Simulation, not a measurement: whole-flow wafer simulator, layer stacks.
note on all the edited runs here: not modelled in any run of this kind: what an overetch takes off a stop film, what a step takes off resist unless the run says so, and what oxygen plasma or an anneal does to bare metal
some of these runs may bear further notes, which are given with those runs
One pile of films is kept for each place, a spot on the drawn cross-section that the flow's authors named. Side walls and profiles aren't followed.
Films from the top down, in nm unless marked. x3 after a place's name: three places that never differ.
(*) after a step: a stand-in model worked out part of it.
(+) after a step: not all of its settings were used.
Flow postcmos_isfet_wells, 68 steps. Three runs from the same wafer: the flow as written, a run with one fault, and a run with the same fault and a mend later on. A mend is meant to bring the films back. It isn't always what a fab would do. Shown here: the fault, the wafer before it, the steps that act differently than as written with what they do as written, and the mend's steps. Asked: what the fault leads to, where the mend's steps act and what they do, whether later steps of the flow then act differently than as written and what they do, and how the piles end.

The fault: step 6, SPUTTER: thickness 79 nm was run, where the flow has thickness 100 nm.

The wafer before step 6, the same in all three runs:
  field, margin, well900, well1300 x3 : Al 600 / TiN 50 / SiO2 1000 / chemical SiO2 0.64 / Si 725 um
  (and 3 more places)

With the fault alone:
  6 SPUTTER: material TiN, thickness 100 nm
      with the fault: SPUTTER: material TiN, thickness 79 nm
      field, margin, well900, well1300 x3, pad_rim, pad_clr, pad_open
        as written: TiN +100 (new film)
        with the fault: TiN +79 (new film)
  Later steps of the flow that act differently than as written:
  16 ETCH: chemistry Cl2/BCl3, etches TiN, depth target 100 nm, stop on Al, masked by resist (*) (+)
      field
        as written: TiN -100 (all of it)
        with the fault: TiN -79 (all of it)
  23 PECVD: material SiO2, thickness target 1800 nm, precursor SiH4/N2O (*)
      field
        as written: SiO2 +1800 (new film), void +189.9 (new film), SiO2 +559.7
        with the fault: SiO2 +1800 (new film), void +174.1 (new film), SiO2 +554.5
  At the end the piles differ from the flow's by more than 2% or 0.5 nm, whichever is larger, at field, margin, well900, well1300 x3, pad_rim, pad_clr, pad_open.
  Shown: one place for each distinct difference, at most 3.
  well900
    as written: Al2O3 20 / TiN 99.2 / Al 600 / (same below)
    with the fault: Al2O3 20 / TiN 78.2 / Al 600 / (same below)
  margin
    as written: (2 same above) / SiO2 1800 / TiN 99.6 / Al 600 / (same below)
    with the fault: (2 same above) / SiO2 1800 / TiN 78.6 / Al 600 / (same below)
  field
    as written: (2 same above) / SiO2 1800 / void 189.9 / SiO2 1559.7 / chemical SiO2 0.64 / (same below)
    with the fault: (2 same above) / SiO2 1800 / void 174.1 / SiO2 1554.5 / chemical SiO2 0.64 / (same below)

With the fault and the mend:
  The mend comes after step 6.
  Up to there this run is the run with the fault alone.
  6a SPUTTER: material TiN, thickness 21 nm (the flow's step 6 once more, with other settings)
      field, margin, well900, well1300 x3, pad_rim, pad_clr, pad_open
        TiN +21
  No later step of the flow acts differently than as written at any place that is followed.
  At the end the piles are the same as the flow's at every place that both follow.
